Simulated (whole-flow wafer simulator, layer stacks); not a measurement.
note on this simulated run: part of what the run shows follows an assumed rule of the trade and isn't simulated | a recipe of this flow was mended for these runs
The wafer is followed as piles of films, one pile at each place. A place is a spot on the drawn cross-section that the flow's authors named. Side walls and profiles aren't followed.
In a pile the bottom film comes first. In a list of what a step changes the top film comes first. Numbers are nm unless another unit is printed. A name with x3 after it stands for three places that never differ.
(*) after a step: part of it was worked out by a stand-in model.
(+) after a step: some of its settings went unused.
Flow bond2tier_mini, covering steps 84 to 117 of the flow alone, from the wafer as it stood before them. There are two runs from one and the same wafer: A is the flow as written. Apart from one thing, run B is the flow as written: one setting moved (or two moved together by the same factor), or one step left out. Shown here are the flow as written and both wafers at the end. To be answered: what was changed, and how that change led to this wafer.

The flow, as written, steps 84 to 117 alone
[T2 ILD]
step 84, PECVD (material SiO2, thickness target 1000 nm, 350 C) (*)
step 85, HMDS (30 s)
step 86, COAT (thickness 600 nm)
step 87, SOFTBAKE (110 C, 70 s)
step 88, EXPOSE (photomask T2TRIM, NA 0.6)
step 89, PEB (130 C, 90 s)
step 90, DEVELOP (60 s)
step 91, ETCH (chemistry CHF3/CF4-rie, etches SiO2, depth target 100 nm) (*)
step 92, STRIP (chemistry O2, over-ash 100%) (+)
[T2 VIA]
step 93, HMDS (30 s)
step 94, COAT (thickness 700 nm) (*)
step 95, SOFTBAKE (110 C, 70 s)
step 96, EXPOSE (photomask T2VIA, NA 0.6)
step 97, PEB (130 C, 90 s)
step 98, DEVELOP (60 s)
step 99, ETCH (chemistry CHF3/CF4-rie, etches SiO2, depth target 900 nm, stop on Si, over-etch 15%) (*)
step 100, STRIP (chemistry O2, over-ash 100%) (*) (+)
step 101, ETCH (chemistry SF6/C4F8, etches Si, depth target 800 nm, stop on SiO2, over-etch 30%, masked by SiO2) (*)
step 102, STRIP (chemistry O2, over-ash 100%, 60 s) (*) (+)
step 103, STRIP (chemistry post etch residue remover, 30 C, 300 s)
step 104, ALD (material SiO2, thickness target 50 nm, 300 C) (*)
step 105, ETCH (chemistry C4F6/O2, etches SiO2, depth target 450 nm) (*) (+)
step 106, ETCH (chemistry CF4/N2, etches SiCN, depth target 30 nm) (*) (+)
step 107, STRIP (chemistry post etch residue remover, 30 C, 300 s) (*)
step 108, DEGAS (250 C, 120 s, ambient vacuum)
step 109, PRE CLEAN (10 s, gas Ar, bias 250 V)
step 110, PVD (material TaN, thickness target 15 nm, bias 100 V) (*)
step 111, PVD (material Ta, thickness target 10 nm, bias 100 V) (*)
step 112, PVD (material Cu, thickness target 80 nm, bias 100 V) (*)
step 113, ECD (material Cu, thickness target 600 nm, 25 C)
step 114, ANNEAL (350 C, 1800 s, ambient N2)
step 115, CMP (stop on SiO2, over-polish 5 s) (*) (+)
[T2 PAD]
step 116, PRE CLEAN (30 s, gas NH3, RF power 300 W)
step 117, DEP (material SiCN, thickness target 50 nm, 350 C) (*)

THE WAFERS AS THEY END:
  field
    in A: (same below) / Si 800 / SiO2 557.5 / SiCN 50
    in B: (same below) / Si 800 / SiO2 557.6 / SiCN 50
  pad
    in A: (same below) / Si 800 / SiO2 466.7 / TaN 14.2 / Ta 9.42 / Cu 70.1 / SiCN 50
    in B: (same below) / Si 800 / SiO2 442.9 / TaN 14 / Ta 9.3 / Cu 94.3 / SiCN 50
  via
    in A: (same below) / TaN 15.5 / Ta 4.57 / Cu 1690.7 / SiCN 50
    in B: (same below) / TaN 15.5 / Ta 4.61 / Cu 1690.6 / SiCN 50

What caused this: step 91, ETCH: depth target 124 nm was run, though the flow has depth target 100 nm.

How this came from the change, step by step:
  step 91, ETCH (chemistry CHF3/CF4-rie, etches SiO2, depth target 100 nm) (*)
      pad, via: A -100 SiO2 | B -124 SiO2
      field: A -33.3 thick-KrF-resist | B -41.3 thick-KrF-resist
  step 99, ETCH (chemistry CHF3/CF4-rie, etches SiO2, depth target 900 nm, stop on Si, over-etch 15%) (*)
      field, pad: A -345 thick-KrF-resist | B -335.8 thick-KrF-resist
      via: A -900 SiO2 (all of it), -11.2 Si | B -876 SiO2 (all of it), -13.2 Si
  step 100, STRIP (chemistry O2, over-ash 100%) (*) (+)
      pad: A -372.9 thick-KrF-resist (all of it) | B -392.6 thick-KrF-resist (all of it)
  step 113, ECD (material Cu, thickness target 600 nm, 25 C)
      pad: A +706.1 Cu | B +731.3 Cu
